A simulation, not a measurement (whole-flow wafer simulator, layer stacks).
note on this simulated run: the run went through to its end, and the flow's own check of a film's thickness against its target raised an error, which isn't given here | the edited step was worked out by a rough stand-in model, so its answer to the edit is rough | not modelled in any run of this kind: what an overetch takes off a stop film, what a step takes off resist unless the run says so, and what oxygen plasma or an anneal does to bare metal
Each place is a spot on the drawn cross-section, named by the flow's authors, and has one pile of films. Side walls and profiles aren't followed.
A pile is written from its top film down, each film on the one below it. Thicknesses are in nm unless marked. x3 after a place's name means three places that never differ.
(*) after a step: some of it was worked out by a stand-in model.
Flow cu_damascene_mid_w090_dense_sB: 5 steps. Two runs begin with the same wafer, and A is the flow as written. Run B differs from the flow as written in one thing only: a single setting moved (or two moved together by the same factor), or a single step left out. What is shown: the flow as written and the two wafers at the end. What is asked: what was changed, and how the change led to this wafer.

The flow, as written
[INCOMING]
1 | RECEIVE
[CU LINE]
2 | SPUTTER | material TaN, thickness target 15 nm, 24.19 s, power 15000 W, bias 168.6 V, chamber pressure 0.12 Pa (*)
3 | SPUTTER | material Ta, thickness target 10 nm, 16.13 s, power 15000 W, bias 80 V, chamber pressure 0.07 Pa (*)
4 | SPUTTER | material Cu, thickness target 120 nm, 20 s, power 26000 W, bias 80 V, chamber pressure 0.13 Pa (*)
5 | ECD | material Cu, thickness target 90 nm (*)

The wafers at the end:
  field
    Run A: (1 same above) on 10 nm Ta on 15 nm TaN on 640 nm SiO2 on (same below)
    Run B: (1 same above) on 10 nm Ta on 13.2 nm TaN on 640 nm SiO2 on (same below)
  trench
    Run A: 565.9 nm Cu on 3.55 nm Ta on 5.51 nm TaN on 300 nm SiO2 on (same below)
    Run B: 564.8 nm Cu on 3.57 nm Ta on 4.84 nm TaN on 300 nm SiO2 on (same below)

The reason: step 2, SPUTTER: power 13180 W was run, though the flow has power 15000 W.

Step by step, how the change led to this:
  2 | SPUTTER | material TaN, thickness target 15 nm, 24.19 s, power 15000 W, bias 168.6 V, chamber pressure 0.12 Pa (*)
      field: A TaN gains 15 (new film) | B TaN gains 13.2 (new film)
      trench: A TaN gains 5.51 (new film) | B TaN gains 4.84 (new film)
